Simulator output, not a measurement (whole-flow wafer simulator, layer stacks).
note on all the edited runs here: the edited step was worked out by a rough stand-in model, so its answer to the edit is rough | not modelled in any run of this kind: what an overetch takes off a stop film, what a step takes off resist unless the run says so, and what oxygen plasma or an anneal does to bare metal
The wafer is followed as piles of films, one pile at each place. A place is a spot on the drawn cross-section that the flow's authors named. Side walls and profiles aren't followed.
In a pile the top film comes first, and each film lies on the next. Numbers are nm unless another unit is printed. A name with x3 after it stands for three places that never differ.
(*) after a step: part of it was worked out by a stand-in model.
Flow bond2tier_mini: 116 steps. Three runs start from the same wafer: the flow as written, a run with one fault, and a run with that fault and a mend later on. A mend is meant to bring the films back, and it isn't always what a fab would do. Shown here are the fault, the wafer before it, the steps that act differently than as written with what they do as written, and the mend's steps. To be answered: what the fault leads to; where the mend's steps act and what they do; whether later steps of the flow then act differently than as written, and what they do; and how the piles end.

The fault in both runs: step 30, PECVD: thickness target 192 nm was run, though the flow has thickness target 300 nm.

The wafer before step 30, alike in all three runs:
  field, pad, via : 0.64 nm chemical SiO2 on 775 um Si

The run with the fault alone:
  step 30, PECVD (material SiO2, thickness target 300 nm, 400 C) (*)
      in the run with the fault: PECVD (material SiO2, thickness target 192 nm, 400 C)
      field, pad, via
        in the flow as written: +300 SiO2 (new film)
        in the run with the fault: +192 SiO2 (new film)
  Every later step of the flow that is run acts as written at every place that is followed.
  At field, pad, the piles at the end differ from the flow's by more than 2% or 0.5 nm, whichever is larger.
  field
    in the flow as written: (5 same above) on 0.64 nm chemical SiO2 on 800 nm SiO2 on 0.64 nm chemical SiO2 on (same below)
    in the run with the fault: (5 same above) on 0.64 nm chemical SiO2 on 692 nm SiO2 on 0.64 nm chemical SiO2 on (same below)
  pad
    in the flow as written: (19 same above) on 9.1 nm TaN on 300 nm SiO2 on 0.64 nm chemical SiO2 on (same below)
    in the run with the fault: (19 same above) on 9.1 nm TaN on 192 nm SiO2 on 0.64 nm chemical SiO2 on (same below)

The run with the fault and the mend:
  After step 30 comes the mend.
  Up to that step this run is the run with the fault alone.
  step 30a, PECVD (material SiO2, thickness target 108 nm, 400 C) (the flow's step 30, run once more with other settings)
      field, pad, via
        +108 SiO2
  Every later step of the flow that is run acts as written at every place that is followed.
  The piles end the same as the flow's at every place that both follow.
